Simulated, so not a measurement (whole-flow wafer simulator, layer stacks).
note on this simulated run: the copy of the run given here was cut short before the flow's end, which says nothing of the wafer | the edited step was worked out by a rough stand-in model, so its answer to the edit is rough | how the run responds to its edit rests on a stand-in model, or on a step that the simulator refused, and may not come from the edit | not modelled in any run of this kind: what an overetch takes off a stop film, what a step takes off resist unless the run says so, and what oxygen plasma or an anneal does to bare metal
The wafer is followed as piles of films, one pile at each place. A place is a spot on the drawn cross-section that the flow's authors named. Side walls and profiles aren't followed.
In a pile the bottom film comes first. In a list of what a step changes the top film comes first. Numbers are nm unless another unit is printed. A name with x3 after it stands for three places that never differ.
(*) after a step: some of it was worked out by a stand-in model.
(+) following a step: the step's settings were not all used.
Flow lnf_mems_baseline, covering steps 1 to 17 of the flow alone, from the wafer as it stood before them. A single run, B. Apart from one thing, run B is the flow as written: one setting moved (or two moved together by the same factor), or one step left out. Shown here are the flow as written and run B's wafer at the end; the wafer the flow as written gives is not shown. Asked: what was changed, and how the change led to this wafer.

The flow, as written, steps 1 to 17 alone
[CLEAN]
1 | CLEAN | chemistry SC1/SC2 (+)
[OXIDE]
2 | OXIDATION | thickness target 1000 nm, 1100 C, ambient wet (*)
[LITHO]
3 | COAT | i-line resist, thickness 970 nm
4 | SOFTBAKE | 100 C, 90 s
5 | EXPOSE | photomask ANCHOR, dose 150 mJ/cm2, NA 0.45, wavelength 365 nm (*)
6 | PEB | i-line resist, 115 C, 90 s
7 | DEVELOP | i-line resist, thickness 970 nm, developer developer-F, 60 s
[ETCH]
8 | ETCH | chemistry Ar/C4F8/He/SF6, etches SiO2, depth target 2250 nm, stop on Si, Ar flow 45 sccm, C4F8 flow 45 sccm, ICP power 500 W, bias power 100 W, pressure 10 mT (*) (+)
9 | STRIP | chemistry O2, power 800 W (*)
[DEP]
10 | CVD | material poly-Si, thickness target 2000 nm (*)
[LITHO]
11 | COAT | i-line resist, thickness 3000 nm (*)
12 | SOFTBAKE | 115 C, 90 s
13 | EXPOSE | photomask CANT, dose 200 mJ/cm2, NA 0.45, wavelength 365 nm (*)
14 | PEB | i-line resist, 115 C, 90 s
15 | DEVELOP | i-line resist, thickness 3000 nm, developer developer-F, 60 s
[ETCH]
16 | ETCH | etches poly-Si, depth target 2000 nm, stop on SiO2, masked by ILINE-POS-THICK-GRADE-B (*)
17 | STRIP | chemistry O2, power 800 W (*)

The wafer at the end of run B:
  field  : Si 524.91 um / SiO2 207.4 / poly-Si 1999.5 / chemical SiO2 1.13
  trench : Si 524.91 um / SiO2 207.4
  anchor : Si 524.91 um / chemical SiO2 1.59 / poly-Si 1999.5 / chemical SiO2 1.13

What caused this: step 2, OXIDATION: 880 C was run, whereas the flow has 1100 C.

How this came from the change, step by step:
  2 | OXIDATION | thickness target 1000 nm, 1100 C, ambient wet (*)
      field, anchor, beam, trench, char_slit: +207.4 SiO2 (new film), -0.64 chemical SiO2 (all of it), -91 Si (it would be, as written: +1000 SiO2 (new film), -0.64 chemical SiO2 (all of it), -439.7 Si)
  8 | ETCH | chemistry Ar/C4F8/He/SF6, etches SiO2, depth target 2250 nm, stop on Si, Ar flow 45 sccm, C4F8 flow 45 sccm, ICP power 500 W, bias power 100 W, pressure 10 mT (*) (+)
      field, beam, trench, char_slit: -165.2 i-line resist (it would be, as written: -561.5 i-line resist)
      anchor: -207.4 SiO2 (all of it) (it would be, as written: -1000 SiO2 (all of it))
  9 | STRIP | chemistry O2, power 800 W (*)
      field, beam, trench, char_slit: -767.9 i-line resist (all of it) (it would be, as written: -371.6 i-line resist (all of it))
  10 | CVD | material poly-Si, thickness target 2000 nm (*)
      anchor: +2000 poly-Si (new film) (it would be, as written: +2322 poly-Si (new film))
  11 | COAT | i-line resist, thickness 3000 nm (*)
      anchor: +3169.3 i-line resist (new film) (it would be, as written: +3611.6 i-line resist (new film))
  12 | SOFTBAKE | 115 C, 90 s
      field: -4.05 i-line resist (it would be, as written: -6.66 i-line resist)
      anchor: +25 i-line resist (it would be, as written: +45.4 i-line resist)
      (also at 2 further places)
  14 | PEB | i-line resist, 115 C, 90 s
      anchor: -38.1 i-line resist (it would be, as written: -46.1 i-line resist)
  17 | STRIP | chemistry O2, power 800 W (*)
      anchor: +1.13 chemical SiO2 (new film), -3131.1 i-line resist (all of it), -0.5 poly-Si (it would be, as written: +1.17 chemical SiO2 (new film), -3585.8 i-line resist (all of it), -0.52 poly-Si)
